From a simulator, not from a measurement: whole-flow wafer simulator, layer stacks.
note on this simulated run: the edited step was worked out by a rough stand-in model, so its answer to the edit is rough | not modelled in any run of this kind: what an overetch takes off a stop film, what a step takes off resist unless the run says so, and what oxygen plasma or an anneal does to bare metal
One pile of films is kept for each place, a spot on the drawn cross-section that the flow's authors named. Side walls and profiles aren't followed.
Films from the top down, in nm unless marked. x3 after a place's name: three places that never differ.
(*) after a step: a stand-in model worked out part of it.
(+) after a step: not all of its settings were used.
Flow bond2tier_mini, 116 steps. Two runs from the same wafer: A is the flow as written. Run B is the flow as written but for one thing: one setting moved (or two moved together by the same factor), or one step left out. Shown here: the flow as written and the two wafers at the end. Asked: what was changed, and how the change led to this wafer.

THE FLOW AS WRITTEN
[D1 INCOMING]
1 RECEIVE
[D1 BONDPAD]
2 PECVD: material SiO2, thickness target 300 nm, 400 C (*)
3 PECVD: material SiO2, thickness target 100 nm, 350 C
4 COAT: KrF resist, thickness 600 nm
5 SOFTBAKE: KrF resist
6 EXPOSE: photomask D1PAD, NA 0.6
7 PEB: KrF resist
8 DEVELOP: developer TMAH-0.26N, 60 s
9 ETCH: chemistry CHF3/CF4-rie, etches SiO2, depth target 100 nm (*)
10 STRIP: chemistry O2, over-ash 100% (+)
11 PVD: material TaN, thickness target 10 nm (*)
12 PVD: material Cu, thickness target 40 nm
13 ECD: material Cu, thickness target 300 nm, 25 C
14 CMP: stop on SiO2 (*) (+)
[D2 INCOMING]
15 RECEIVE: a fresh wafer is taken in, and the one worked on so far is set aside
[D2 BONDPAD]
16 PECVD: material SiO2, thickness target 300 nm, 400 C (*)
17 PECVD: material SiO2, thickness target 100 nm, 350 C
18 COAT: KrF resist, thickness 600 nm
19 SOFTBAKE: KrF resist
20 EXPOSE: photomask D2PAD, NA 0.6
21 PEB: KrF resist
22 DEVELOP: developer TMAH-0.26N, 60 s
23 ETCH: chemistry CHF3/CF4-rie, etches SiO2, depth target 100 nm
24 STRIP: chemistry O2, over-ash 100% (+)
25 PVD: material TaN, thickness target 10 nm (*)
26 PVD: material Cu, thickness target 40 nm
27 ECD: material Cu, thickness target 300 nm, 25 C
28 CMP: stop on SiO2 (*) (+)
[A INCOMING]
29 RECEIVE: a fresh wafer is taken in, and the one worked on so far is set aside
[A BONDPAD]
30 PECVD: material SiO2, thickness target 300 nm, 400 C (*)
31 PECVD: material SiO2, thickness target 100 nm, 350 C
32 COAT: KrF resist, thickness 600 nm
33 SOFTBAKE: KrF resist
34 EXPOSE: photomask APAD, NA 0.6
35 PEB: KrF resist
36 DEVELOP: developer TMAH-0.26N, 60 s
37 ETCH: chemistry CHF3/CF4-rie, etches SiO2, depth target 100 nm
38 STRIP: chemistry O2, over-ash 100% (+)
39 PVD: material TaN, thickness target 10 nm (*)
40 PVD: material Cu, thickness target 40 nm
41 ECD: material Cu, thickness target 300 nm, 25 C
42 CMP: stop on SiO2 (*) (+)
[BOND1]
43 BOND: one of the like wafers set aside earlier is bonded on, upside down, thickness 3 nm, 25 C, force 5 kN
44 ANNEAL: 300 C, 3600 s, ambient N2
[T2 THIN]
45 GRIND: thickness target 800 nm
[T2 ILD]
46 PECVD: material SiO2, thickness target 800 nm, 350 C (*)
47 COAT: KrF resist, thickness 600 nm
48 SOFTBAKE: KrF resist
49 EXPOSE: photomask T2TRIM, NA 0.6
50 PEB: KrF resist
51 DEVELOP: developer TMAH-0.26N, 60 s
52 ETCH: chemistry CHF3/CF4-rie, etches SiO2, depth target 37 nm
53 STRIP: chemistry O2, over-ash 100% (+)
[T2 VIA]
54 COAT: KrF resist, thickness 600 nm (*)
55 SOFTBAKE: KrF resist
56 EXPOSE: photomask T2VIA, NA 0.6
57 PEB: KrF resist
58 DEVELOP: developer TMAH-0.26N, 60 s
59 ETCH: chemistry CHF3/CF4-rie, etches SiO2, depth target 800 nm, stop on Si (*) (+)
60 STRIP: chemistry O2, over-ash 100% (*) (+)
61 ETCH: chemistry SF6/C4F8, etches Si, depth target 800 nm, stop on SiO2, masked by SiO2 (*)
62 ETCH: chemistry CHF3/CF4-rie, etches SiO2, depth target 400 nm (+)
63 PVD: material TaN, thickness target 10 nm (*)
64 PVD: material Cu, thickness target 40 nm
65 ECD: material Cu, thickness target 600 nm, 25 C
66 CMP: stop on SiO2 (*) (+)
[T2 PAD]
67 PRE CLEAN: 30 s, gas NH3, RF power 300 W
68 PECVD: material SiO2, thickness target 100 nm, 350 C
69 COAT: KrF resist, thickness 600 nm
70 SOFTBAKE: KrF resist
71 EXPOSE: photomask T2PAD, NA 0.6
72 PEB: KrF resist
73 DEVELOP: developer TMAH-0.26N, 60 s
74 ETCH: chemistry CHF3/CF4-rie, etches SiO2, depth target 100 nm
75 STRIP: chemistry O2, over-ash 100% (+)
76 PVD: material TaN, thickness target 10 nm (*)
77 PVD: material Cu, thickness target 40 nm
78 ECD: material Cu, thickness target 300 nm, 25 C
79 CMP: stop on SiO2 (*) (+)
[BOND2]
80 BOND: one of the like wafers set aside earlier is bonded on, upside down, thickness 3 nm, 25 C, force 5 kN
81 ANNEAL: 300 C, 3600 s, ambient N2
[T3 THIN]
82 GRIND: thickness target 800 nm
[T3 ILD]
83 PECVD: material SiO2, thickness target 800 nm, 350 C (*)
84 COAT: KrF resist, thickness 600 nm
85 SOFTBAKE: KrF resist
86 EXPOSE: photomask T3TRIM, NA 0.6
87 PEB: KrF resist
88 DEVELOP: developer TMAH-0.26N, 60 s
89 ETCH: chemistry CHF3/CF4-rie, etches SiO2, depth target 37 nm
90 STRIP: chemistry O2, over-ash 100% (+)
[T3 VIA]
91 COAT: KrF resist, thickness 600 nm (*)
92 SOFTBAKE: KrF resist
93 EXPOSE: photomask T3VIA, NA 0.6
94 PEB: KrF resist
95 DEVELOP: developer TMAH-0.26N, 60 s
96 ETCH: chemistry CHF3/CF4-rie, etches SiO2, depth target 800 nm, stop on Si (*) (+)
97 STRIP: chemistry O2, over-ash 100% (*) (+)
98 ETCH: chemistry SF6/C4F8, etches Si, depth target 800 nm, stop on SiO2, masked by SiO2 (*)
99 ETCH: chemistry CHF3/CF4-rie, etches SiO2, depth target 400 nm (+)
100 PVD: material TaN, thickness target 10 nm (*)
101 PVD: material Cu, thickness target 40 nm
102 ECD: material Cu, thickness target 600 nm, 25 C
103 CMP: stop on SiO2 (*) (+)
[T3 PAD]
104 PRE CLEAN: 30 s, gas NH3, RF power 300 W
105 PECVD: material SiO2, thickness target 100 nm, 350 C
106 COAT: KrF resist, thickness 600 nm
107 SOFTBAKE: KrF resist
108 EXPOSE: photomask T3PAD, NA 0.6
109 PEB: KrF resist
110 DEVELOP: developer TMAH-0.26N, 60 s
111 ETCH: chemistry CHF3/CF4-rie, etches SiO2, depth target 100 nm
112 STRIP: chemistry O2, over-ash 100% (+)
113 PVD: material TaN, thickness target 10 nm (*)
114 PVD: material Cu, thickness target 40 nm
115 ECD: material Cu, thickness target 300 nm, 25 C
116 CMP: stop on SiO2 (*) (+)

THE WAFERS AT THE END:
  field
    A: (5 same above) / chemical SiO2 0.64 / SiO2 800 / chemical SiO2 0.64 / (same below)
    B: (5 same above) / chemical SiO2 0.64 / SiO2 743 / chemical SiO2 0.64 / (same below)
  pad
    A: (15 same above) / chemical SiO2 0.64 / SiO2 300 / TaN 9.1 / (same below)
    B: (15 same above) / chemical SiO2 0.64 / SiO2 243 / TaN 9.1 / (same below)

The cause: step 2, PECVD: thickness target 243 nm was run, where the flow has thickness target 300 nm.
It can be read off the wafer: pad has SiO2 243, and step 2 as written asks for 300 nm.

How the change led to this, step by step:
  2 PECVD: material SiO2, thickness target 300 nm, 400 C (*)
      field, pad, via: A SiO2 +300 (new film) | B SiO2 +243 (new film)
  43 BOND: one of the like wafers set aside earlier is bonded on, upside down, thickness 3 nm, 25 C, force 5 kN
      field: A Si +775 um (new film), chemical SiO2 +0.64 (new film), SiO2 +400 | B Si +775 um (new film), chemical SiO2 +0.64 (new film), SiO2 +343
      pad: A Si +775 um (new film), chemical SiO2 +0.64 (new film), SiO2 +300 (new film), TaN +9.1 (new film), Cu +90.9 | B Si +775 um (new film), chemical SiO2 +0.64 (new film), SiO2 +243 (new film), TaN +9.1 (new film), Cu +90.9
      (and at 1 more place)
